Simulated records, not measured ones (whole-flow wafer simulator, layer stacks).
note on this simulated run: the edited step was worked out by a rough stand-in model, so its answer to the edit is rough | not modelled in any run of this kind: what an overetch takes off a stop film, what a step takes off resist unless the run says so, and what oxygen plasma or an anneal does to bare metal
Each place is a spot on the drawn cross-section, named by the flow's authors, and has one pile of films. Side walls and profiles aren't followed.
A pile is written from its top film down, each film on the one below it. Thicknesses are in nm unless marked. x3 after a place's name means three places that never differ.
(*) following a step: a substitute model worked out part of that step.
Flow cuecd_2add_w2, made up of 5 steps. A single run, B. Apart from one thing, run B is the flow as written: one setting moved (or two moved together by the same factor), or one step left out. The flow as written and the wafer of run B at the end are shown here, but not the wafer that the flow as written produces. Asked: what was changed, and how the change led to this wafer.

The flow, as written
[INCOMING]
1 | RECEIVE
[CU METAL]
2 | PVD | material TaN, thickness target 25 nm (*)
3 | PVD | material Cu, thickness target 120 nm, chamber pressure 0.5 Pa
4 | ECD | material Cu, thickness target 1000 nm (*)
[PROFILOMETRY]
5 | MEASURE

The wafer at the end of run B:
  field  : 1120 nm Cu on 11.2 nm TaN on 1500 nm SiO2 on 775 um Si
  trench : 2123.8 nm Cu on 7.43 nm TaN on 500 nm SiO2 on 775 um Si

Cause: step 2, PVD: thickness target 11.2 nm was run, whereas the flow has thickness target 25 nm.
The wafer lets one read it off: field has TaN 11.2, and step 2 as written asks for 25 nm.

Step by step, how the change led to this:
  2 | PVD | material TaN, thickness target 25 nm (*)
      field: TaN gains 11.2 (new film) (it would be, as written: TaN gains 25 (new film))
      trench: TaN gains 7.43 (new film) (it would be, as written: TaN gains 16.6 (new film))
